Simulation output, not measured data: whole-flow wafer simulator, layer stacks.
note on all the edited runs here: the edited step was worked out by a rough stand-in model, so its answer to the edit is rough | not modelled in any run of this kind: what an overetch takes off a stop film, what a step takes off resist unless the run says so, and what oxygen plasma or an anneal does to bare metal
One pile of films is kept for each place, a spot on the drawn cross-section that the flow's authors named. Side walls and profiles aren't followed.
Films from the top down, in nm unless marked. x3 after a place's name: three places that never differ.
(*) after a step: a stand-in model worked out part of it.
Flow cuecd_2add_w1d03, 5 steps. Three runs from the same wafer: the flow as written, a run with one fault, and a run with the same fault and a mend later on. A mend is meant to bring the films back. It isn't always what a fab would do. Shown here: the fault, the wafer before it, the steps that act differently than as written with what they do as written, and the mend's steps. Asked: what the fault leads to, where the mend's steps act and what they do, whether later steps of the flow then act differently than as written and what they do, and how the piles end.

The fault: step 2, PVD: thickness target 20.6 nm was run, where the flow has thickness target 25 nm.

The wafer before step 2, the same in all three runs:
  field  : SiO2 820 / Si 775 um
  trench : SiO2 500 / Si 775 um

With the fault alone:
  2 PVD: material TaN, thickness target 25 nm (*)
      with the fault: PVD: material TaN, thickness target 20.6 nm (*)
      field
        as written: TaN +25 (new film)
        with the fault: TaN +20.6 (new film)
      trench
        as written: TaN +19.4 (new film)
        with the fault: TaN +15.9 (new film)
  No later step of the flow acts differently than as written, at any place that is followed, by more than 2% or 0.5 nm, whichever is larger.
  At the end the piles differ from the flow's by more than 2% or 0.5 nm, whichever is larger, at field, trench.
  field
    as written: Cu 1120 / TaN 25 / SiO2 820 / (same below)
    with the fault: Cu 1120 / TaN 20.6 / SiO2 820 / (same below)
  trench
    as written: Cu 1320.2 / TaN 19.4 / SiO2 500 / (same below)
    with the fault: Cu 1319 / TaN 15.9 / SiO2 500 / (same below)

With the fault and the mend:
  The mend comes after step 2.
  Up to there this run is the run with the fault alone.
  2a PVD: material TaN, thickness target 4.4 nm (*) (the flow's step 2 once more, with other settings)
      field
        TaN +4.4
      trench
        TaN +3.38
  No later step of the flow acts differently than as written at any place that is followed.
  At the end the piles differ from the flow's only slightly at the places that both follow, by at most 2% or 0.5 nm, whichever is larger.
